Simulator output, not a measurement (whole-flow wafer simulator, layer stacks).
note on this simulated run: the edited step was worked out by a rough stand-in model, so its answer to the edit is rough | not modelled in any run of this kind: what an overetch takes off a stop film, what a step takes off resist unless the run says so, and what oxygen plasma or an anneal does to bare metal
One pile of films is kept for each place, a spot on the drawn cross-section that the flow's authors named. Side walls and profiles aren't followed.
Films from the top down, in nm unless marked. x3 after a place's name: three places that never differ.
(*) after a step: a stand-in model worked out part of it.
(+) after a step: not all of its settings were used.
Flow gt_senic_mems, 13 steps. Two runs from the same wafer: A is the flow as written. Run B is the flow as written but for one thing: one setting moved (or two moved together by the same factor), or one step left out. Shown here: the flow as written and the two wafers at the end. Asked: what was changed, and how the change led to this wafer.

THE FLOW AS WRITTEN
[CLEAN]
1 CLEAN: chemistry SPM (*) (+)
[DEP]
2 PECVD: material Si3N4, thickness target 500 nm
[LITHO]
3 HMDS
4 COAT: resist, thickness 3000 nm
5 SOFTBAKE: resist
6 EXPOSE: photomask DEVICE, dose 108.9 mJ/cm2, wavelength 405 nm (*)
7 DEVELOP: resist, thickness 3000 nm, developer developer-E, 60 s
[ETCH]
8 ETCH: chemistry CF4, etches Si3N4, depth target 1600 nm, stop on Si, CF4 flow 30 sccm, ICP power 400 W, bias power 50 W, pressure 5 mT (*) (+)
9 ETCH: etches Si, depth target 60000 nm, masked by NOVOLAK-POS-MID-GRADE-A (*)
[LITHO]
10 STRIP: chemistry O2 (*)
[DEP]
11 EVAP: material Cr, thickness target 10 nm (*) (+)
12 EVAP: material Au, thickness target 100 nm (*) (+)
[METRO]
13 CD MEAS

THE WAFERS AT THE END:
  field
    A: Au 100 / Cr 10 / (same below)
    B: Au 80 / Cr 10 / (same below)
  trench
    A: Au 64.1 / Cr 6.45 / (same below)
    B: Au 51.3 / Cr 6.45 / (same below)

The cause: step 12, EVAP: thickness target 80 nm was run, where the flow has thickness target 100 nm.
It can be read off the wafer: field has Au 80, and step 12 as written asks for 100 nm.

How the change led to this, step by step:
  12 EVAP: material Au, thickness target 100 nm (*) (+)
      field: A Au +100 (new film) | B Au +80 (new film)
      trench: A Au +64.1 (new film) | B Au +51.3 (new film)
